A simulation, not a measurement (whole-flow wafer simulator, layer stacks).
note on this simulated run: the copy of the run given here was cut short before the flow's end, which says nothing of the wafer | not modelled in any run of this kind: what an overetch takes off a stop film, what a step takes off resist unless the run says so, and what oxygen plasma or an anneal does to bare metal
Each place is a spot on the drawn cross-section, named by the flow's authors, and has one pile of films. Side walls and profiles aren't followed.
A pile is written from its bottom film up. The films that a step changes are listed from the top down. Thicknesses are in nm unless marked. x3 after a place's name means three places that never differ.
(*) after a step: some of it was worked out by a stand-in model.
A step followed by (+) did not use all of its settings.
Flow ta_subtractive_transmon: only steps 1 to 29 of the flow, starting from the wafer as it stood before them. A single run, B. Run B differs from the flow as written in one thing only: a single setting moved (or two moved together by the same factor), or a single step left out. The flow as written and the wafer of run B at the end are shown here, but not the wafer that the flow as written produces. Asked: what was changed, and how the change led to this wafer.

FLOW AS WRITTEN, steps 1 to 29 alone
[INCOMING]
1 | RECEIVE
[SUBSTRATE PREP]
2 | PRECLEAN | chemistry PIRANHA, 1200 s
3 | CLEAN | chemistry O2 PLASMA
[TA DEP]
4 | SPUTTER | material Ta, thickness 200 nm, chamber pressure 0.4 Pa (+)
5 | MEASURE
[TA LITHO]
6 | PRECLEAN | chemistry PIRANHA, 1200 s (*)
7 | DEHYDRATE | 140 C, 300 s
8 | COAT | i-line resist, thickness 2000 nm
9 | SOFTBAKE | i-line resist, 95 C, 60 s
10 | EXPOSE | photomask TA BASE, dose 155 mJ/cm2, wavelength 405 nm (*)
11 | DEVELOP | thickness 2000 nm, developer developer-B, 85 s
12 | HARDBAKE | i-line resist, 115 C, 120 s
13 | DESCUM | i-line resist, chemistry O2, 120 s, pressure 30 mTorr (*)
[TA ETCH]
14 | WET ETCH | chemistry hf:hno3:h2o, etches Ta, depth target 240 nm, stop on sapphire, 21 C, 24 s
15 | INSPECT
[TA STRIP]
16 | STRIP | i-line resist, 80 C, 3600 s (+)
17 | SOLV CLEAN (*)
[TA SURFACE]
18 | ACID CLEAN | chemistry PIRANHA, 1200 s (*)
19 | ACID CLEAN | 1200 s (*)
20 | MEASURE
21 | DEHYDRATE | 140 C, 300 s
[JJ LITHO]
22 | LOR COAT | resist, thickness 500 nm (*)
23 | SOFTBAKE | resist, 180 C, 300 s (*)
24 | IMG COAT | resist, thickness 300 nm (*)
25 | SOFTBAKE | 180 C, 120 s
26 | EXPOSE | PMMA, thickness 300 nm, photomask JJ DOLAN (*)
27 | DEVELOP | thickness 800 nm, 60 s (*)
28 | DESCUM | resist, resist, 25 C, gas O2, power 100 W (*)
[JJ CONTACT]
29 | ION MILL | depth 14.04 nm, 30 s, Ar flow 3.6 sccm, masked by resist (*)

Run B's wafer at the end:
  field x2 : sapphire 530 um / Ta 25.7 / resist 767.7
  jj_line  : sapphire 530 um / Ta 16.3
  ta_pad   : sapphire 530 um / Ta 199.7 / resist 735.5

What caused this: step 14, WET ETCH: depth target 174 nm was run, while the flow as written has depth target 240 nm; step 14, WET ETCH: 17.4 s was run, where the flow has 24 s.

The path from the change to this, step by step:
  14 | WET ETCH | chemistry hf:hno3:h2o, etches Ta, depth target 240 nm, stop on sapphire, 21 C, 24 s
      field x2, jj_line, lead: -174 Ta (it would be, as written: -200 Ta (all of it))
  29 | ION MILL | depth 14.04 nm, 30 s, Ar flow 3.6 sccm, masked by resist (*)
      jj_line, lead: -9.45 Ta (it would be, as written: -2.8 sapphire)
With metal films that touch counted as one body, field x2 has 1 body; the flow as written gives 0 bodies.
With metal films that touch counted as one body, jj_line has 1 body; the flow as written gives 0 bodies.
